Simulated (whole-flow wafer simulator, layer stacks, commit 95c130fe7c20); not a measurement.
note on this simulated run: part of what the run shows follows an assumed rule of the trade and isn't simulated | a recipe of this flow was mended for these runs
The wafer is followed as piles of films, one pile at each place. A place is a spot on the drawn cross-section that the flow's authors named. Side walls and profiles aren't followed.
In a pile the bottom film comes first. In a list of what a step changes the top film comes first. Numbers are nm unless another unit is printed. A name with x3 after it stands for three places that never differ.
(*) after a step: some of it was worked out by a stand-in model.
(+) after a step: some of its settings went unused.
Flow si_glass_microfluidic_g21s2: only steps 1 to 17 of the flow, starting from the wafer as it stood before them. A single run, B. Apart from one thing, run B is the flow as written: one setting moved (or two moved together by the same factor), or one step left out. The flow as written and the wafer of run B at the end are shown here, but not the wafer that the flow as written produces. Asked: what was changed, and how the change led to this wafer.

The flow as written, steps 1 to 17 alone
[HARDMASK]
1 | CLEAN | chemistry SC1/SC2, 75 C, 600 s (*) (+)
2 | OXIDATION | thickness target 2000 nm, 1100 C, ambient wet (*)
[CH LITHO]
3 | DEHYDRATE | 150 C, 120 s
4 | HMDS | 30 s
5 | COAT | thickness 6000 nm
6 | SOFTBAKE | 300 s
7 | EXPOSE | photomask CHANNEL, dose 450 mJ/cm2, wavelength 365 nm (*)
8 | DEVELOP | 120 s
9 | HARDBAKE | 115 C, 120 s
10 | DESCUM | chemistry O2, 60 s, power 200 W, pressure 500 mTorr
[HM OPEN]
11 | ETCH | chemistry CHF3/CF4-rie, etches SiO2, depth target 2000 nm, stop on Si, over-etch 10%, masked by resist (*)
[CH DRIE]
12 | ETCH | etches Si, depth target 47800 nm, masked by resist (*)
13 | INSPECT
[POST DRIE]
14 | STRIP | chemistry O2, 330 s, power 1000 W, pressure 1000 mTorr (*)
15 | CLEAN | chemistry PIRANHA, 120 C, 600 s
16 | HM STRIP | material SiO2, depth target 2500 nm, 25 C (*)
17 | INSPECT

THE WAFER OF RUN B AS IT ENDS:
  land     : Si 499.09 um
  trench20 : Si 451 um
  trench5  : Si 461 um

The reason: step 2, OXIDATION: 1112 C was run, though the flow has 1100 C.

How this came from the change, step by step:
  2 | OXIDATION | thickness target 2000 nm, 1100 C, ambient wet (*)
      land, trench20, trench5, trench200: SiO2 gains 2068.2 (new film), chemical SiO2 loses 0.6 (all of it), Si loses 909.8 (it would be, as written: SiO2 gains 2000 (new film), chemical SiO2 loses 0.6 (all of it), Si loses 879.7)
  11 | ETCH | chemistry CHF3/CF4-rie, etches SiO2, depth target 2000 nm, stop on Si, over-etch 10%, masked by resist (*)
      trench20, trench5, trench200: SiO2 loses 2068.2 (all of it), Si loses 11 (it would be, as written: SiO2 loses 2000 (all of it), Si loses 16.7)
  12 | ETCH | etches Si, depth target 47800 nm, masked by resist (*)
      trench5: Si loses 38.08 um (it would be, as written: Si loses 38.09 um)
      trench200: Si loses 54.09 um (it would be, as written: Si loses 54.08 um)
  16 | HM STRIP | material SiO2, depth target 2500 nm, 25 C (*)
      land: SiO2 loses 2068.2 (all of it) (it would be, as written: SiO2 loses 2000 (all of it))
